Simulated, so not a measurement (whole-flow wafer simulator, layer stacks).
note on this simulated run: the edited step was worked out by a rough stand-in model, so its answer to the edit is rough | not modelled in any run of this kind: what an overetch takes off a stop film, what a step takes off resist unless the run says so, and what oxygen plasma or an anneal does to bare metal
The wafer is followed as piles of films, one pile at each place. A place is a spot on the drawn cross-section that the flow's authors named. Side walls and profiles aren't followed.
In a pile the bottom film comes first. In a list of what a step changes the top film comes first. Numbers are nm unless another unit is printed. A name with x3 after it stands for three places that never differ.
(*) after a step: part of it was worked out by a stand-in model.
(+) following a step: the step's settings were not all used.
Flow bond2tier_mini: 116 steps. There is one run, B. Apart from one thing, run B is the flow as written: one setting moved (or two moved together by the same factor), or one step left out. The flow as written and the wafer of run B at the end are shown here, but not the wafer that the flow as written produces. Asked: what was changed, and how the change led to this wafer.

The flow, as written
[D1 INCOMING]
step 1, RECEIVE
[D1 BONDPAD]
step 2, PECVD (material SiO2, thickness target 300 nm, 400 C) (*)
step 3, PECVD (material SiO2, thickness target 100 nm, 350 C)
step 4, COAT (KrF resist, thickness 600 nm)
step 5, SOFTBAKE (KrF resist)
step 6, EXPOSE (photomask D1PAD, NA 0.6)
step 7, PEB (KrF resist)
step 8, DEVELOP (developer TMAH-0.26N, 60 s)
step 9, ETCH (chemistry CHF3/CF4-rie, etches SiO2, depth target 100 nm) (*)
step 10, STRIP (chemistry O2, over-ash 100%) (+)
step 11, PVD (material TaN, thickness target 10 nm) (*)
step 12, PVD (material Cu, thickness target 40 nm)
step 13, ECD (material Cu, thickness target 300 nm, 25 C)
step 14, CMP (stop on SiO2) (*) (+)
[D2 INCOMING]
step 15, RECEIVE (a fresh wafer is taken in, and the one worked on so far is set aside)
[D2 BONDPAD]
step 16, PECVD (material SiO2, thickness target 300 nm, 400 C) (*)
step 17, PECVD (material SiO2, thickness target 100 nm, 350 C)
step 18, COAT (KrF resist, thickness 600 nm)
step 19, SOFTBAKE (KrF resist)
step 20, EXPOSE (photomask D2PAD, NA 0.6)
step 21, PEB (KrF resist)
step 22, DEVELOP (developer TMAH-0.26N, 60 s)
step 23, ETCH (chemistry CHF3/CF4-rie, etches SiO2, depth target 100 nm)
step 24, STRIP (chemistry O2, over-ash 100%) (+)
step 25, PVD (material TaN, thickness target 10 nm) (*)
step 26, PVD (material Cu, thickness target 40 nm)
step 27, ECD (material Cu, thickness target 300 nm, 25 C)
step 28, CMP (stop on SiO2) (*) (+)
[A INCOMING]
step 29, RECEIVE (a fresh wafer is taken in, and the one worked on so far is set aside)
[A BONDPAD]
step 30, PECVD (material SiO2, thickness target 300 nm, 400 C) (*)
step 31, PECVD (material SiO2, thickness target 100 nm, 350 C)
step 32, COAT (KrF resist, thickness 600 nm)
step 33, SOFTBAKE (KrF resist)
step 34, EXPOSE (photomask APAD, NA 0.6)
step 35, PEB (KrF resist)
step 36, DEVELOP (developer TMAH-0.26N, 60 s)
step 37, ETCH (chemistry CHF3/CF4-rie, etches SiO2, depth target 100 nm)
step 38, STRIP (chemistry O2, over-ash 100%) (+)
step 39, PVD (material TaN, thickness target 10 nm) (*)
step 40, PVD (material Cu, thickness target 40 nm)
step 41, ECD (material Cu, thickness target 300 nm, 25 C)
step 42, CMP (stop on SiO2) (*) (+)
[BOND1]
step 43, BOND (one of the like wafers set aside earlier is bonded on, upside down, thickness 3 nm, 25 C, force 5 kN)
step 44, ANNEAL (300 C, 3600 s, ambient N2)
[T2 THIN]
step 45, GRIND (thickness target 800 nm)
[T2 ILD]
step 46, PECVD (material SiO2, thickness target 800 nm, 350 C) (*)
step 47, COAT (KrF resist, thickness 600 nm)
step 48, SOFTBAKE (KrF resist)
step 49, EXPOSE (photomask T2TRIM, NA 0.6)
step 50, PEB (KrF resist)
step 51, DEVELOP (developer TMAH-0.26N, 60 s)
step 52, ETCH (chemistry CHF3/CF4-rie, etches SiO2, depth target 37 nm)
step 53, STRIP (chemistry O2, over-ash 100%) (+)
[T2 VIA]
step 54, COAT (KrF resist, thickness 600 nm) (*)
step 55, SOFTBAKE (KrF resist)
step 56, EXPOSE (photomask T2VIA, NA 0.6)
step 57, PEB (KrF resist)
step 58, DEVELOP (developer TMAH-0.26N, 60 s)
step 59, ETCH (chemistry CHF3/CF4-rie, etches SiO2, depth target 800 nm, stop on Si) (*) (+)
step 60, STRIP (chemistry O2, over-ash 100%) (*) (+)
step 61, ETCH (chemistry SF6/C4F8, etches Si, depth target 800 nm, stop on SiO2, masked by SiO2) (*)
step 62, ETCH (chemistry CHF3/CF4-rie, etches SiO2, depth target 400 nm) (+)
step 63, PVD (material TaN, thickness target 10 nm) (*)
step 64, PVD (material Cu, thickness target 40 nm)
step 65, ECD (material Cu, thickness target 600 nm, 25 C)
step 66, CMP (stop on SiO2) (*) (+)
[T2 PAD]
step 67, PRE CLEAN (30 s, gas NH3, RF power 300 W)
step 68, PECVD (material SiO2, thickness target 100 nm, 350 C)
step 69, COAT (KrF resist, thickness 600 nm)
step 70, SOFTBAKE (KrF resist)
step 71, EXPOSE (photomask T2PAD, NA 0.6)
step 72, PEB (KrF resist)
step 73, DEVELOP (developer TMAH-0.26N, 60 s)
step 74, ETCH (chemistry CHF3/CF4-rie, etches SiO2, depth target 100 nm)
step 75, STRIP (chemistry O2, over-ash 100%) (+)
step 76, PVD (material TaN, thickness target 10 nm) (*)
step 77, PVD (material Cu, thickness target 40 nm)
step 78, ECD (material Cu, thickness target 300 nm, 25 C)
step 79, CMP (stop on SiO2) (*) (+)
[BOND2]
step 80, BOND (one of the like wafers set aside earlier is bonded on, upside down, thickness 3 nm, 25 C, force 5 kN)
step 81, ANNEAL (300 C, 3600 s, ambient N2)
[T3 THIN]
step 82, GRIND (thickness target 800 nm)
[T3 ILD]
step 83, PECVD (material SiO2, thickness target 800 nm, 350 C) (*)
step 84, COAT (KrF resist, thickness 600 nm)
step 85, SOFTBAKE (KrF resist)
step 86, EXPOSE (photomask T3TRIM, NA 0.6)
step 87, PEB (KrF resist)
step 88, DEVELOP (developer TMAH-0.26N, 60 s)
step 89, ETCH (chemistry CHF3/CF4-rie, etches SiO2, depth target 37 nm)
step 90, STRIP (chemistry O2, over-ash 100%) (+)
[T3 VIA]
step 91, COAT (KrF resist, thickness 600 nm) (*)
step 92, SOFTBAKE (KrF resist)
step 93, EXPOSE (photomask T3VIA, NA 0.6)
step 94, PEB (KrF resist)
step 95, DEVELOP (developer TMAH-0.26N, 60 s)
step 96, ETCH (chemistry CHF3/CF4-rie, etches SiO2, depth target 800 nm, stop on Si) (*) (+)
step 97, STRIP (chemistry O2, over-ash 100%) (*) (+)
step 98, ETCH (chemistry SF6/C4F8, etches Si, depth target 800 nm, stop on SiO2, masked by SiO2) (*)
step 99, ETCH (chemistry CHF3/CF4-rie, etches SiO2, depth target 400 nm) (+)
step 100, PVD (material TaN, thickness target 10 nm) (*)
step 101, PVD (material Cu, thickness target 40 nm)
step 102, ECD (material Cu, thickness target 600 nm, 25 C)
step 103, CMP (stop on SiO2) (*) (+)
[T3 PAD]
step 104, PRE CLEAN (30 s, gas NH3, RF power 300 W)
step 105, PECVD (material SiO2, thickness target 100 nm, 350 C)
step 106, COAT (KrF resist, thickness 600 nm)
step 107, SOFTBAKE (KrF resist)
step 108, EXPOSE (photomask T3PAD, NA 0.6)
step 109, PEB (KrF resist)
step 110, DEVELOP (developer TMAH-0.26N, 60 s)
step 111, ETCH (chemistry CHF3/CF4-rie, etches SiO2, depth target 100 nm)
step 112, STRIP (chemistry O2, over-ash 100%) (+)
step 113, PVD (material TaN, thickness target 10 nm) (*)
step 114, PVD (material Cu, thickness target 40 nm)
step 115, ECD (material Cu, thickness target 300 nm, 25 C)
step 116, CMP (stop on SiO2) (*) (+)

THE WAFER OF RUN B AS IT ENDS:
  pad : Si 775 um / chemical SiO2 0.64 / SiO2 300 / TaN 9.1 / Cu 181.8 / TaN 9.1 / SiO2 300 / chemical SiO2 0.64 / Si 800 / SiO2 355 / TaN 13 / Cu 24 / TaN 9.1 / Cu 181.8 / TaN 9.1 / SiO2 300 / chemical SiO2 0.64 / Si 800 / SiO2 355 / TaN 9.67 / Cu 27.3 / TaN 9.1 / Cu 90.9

What caused this: step 63, PVD: thickness target 13.5 nm was run, whereas the flow has thickness target 10 nm.

The path from the change to this, step by step:
  step 63, PVD (material TaN, thickness target 10 nm) (*)
      field: +13.5 TaN (new film) (as written it would have been: +10 TaN (new film))
      pad: +13 TaN (new film) (as written it would have been: +9.67 TaN (new film))
  step 66, CMP (stop on SiO2) (*) (+)
      field: -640 Cu (all of it), -13.5 TaN (all of it) (as written it would have been: -640 Cu (all of it), -10 TaN (all of it))
